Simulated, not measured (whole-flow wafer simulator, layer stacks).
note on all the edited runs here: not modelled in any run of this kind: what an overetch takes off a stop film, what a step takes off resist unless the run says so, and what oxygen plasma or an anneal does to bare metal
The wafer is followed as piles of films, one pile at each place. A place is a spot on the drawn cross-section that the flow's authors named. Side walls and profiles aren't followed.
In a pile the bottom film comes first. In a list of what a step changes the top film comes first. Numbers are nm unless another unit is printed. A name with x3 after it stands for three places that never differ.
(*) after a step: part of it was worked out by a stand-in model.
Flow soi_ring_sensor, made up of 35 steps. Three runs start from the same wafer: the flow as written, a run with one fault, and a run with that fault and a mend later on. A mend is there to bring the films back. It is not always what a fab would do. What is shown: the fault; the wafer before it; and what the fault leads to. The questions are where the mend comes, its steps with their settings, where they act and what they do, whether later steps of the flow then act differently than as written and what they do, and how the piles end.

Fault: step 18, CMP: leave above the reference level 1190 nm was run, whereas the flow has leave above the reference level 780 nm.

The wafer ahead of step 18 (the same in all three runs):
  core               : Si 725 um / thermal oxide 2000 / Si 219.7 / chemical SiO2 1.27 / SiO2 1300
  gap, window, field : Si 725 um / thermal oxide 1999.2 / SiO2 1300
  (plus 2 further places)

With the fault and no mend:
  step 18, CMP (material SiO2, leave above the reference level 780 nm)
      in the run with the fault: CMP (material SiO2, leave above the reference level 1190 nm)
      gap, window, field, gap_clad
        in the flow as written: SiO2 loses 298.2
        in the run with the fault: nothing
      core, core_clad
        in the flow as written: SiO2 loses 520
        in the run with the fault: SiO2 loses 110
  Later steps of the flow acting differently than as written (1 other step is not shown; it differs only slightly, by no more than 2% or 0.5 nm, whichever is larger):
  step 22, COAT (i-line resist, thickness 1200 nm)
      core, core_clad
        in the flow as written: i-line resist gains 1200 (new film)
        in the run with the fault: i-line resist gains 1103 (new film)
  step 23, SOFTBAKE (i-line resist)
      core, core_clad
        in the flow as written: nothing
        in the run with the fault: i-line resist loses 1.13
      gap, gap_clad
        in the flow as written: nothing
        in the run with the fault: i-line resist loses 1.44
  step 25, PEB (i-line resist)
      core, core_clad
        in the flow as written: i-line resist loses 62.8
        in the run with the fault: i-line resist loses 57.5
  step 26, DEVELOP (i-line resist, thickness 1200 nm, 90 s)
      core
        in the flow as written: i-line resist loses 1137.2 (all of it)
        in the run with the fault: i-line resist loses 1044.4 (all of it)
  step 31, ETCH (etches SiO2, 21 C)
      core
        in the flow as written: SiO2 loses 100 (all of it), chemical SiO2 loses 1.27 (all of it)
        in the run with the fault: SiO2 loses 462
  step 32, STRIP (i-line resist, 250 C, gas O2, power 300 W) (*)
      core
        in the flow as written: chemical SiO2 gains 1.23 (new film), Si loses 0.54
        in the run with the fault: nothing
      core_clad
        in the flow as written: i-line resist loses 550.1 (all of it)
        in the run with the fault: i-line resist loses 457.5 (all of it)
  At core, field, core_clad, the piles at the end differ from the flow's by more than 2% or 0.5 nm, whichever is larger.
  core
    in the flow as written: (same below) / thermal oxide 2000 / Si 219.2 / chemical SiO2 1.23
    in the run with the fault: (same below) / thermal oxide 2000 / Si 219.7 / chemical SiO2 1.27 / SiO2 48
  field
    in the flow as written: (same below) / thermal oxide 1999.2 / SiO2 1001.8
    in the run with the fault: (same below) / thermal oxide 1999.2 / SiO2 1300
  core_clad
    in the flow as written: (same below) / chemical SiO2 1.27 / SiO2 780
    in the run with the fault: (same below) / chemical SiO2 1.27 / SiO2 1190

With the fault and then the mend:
  After step 19 comes the mend.
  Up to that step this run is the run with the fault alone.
  step 19a, CMP (material SiO2, leave above the reference level 780 nm) (the flow's step 18, run once more)
      gap, window, field, gap_clad
        SiO2 loses 298.2
      core, core_clad
        SiO2 loses 410
  None of the later steps of the flow acts differently than as written at any place that is followed.
  By the end, the piles equal the flow's at every place that both follow.
